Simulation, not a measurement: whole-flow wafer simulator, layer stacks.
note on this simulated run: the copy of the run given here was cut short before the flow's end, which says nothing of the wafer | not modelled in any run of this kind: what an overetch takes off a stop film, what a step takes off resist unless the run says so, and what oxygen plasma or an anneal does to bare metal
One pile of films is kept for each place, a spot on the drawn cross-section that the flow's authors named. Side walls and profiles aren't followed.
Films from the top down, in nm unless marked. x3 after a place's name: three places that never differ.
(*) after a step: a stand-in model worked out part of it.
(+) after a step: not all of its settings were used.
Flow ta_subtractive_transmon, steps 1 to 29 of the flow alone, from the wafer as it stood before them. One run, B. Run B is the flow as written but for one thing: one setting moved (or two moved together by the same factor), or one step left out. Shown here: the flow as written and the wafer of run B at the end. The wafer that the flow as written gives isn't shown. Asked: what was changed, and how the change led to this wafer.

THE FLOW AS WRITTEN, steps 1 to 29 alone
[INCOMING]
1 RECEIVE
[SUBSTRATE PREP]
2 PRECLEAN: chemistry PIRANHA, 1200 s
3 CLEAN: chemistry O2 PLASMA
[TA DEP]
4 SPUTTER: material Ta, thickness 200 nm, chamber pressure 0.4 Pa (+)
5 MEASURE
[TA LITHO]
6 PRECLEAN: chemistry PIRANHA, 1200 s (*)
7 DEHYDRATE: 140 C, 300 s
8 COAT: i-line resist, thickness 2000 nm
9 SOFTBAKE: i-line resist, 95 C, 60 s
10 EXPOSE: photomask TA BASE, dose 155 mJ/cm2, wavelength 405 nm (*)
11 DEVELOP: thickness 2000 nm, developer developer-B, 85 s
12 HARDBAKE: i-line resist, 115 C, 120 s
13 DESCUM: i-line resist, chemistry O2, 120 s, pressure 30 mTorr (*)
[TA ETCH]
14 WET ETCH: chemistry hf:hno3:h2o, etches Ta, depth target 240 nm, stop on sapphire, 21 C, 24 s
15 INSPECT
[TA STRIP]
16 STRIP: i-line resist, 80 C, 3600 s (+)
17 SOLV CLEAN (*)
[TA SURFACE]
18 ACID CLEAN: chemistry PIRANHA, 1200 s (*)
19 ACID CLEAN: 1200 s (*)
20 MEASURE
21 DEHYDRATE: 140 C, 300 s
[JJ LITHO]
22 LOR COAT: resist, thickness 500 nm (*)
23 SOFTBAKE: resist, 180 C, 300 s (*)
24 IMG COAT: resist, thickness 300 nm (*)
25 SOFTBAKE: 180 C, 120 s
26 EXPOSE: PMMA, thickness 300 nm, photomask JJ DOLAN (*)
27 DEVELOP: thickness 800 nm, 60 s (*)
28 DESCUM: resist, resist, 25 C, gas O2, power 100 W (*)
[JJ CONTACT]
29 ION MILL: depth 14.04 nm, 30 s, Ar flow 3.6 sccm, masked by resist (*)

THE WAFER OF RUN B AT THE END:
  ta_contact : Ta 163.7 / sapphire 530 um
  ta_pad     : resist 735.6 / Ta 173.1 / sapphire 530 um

The cause: step 4, SPUTTER: thickness 173.4 nm was run, where the flow has thickness 200 nm.

How the change led to this, step by step:
  4 SPUTTER: material Ta, thickness 200 nm, chamber pressure 0.4 Pa (+)
      field x2, jj_line, lead, ta_contact, ta_pad: Ta +173.4 (new film) (as written it would be: Ta +200 (new film))
  14 WET ETCH: chemistry hf:hno3:h2o, etches Ta, depth target 240 nm, stop on sapphire, 21 C, 24 s
      field x2, jj_line, lead: Ta -173.4 (all of it) (as written it would be: Ta -200 (all of it))
